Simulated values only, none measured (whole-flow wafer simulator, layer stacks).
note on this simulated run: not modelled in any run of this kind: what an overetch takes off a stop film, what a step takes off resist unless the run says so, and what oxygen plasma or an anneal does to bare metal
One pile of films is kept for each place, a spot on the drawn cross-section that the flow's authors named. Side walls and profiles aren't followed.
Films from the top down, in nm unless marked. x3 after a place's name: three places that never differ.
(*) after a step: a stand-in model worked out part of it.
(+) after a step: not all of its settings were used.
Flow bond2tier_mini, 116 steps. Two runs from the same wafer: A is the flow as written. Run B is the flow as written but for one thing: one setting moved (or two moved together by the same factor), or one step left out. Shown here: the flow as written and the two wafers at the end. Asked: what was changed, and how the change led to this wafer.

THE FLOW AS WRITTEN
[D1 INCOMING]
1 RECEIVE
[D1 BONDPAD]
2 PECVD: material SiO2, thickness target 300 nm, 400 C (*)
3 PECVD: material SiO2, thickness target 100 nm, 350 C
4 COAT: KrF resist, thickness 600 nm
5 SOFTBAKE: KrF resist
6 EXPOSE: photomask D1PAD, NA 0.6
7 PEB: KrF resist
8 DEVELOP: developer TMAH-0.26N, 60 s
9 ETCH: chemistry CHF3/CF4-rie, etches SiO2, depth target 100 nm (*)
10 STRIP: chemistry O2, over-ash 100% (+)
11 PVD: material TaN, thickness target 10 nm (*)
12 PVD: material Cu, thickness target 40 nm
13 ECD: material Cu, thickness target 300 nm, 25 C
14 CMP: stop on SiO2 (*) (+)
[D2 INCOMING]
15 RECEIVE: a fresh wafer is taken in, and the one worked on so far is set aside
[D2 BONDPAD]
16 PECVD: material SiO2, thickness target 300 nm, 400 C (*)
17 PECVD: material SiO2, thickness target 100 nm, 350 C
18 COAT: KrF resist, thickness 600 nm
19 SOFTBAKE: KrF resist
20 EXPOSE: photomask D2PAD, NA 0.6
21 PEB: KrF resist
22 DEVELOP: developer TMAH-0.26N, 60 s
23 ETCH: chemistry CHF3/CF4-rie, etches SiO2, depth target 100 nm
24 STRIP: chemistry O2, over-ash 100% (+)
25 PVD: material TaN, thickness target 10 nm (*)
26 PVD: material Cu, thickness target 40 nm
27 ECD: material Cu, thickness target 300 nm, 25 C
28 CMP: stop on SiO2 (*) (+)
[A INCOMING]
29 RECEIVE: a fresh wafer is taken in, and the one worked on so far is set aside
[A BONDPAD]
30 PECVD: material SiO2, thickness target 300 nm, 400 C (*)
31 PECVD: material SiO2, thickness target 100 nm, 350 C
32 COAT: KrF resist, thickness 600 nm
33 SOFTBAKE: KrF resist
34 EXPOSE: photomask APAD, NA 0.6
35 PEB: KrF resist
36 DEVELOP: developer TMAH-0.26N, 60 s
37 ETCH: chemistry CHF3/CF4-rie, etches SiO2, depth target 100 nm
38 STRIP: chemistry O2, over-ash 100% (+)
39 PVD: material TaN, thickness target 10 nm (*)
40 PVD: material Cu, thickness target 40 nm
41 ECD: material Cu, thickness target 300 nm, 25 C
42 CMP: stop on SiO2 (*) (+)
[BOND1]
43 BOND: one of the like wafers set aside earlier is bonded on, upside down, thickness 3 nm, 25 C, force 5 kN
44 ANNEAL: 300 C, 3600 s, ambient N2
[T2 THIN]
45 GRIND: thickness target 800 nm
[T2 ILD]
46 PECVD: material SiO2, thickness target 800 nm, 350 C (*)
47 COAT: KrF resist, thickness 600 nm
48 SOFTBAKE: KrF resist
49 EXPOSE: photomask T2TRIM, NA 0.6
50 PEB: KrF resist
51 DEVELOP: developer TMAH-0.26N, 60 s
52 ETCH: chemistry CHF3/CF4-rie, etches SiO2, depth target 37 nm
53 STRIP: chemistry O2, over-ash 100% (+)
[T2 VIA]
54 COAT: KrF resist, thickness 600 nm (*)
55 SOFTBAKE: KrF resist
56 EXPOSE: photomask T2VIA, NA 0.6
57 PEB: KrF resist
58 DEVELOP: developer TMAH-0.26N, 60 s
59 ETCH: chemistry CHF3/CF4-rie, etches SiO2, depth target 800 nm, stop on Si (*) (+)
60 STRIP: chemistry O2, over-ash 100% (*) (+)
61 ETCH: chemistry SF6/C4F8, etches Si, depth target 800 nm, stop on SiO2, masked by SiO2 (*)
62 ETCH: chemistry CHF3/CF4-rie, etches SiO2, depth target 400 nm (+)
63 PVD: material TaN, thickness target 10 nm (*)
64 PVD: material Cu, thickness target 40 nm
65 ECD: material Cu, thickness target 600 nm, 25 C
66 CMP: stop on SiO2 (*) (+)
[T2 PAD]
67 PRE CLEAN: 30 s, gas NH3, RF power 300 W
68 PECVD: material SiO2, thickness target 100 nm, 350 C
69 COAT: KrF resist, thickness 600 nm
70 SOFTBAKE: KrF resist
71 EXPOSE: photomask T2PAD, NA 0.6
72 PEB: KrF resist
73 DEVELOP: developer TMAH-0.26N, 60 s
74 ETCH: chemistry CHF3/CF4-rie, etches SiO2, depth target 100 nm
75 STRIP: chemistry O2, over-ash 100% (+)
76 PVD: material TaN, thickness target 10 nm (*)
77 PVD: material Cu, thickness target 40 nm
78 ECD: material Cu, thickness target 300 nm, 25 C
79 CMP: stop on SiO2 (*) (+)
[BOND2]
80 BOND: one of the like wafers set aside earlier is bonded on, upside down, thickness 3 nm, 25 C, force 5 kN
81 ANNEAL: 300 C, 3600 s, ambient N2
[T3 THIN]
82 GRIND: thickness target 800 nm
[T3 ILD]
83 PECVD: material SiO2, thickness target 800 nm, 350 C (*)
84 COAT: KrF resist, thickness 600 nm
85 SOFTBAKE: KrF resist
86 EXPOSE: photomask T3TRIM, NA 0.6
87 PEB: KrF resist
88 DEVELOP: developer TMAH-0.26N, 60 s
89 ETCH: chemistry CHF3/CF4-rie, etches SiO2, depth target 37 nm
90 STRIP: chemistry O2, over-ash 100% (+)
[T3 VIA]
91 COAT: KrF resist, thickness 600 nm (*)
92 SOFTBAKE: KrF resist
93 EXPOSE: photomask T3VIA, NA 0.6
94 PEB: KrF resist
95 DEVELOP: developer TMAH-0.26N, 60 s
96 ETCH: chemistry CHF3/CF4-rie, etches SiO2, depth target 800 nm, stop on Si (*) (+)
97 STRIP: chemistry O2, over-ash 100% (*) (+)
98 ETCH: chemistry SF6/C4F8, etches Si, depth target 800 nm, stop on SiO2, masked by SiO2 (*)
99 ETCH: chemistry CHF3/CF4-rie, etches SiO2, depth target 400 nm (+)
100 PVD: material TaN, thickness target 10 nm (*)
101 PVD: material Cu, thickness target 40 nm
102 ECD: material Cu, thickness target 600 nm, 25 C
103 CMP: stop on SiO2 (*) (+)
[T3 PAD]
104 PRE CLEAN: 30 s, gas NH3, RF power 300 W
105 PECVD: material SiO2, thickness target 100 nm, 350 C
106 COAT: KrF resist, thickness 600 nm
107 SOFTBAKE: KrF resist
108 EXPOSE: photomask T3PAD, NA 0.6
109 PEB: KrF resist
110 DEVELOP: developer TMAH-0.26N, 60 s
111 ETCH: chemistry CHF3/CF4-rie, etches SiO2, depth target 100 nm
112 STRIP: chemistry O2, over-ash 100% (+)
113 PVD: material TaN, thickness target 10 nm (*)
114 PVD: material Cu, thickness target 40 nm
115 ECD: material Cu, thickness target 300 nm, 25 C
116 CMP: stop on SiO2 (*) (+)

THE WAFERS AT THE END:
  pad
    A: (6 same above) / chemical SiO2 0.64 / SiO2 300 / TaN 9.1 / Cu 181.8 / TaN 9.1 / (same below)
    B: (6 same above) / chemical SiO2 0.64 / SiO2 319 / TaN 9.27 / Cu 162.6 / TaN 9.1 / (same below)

The cause: step 23, ETCH: depth target 81 nm was run, where the flow has depth target 100 nm.

How the change led to this, step by step:
  23 ETCH: chemistry CHF3/CF4-rie, etches SiO2, depth target 100 nm
      pad, via: A SiO2 -100 | B SiO2 -81
      field: A KrF resist -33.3 | B KrF resist -27
  27 ECD: material Cu, thickness target 300 nm, 25 C
      pad: A Cu +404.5 | B Cu +384.7
      via: A Cu +400.2 | B Cu +381.1
  80 BOND: one of the like wafers set aside earlier is bonded on, upside down, thickness 3 nm, 25 C, force 5 kN
      pad: A Si +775 um (new film), chemical SiO2 +0.64 (new film), SiO2 +300 (new film), TaN +9.1 (new film), Cu +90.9 | B Si +775 um (new film), chemical SiO2 +0.64 (new film), SiO2 +319 (new film), TaN +9.27 (new film), Cu +71.7
